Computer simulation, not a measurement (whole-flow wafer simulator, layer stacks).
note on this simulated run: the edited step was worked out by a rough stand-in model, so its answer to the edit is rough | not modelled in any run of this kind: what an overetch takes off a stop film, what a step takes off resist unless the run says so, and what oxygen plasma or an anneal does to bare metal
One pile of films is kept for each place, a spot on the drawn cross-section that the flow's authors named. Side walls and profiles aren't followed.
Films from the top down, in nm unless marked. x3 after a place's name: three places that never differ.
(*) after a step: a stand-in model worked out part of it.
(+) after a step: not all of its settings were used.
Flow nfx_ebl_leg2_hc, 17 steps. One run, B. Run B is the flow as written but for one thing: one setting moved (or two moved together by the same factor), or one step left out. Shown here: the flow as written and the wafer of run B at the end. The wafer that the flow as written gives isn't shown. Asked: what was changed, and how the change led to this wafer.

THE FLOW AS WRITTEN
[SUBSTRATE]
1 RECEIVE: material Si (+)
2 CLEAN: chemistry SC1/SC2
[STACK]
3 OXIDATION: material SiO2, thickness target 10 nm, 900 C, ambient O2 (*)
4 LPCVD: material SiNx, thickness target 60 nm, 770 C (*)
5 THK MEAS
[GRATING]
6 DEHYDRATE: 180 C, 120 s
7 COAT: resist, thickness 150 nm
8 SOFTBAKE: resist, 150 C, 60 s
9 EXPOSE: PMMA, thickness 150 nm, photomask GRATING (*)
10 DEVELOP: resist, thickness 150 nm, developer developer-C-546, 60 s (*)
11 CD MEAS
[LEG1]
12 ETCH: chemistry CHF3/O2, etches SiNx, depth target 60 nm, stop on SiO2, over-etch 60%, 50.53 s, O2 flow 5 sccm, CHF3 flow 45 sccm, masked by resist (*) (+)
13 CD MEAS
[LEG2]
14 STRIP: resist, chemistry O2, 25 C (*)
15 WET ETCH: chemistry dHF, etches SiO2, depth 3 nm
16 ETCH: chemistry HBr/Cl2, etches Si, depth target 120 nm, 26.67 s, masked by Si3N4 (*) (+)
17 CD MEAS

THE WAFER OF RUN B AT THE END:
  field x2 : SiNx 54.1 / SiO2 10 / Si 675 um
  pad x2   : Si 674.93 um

The cause: step 16, ETCH: depth target 61.8 nm was run, where the flow has depth target 120 nm; step 16, ETCH: 13.73 s was run, where the flow has 26.67 s.

How the change led to this, step by step:
  16 ETCH: chemistry HBr/Cl2, etches Si, depth target 120 nm, 26.67 s, masked by Si3N4 (*) (+)
      field x2: SiNx -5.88 (as written it would be: SiNx -11.4)
      pad x2: Si -61.8 (as written it would be: Si -120)
